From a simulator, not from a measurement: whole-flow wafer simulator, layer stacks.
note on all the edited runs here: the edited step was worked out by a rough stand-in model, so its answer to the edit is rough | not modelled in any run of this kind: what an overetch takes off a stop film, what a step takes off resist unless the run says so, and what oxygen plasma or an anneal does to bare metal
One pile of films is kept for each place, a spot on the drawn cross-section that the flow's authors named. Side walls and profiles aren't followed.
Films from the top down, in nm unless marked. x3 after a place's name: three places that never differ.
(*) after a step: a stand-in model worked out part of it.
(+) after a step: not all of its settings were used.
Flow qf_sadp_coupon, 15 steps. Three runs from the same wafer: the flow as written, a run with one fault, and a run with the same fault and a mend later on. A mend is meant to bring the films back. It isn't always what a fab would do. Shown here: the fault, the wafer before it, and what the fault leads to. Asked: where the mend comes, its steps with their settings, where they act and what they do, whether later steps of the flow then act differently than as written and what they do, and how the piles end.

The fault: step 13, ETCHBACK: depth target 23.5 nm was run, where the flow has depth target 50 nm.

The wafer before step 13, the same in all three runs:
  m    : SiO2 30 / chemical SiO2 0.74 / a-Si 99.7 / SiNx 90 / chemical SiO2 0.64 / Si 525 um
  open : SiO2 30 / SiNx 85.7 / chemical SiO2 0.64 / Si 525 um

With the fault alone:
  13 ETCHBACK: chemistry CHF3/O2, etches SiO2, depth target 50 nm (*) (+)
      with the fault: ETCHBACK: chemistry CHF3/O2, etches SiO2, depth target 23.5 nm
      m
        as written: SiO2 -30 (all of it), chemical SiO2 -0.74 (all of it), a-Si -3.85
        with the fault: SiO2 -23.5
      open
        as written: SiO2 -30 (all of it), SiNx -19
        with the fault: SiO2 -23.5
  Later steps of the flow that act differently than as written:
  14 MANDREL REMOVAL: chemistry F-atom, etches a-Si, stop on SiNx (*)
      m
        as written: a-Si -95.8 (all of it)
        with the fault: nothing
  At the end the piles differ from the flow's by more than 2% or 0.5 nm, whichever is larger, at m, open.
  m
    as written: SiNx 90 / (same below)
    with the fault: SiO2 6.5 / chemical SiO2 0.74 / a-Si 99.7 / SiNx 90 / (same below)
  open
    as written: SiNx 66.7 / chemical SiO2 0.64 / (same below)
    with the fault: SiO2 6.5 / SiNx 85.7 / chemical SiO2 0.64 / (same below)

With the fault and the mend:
  The mend comes after step 13.
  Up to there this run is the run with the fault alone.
  13a ETCHBACK: chemistry CHF3/O2, etches SiO2, depth target 26.5 nm (*) (+) (the flow's step 13 once more, with other settings)
      m
        SiO2 -6.5 (all of it), chemical SiO2 -0.74 (all of it), a-Si -3.85
      open
        SiO2 -6.5 (all of it), SiNx -19
  No later step of the flow acts differently than as written at any place that is followed.
  At the end the piles are the same as the flow's at every place that both follow.
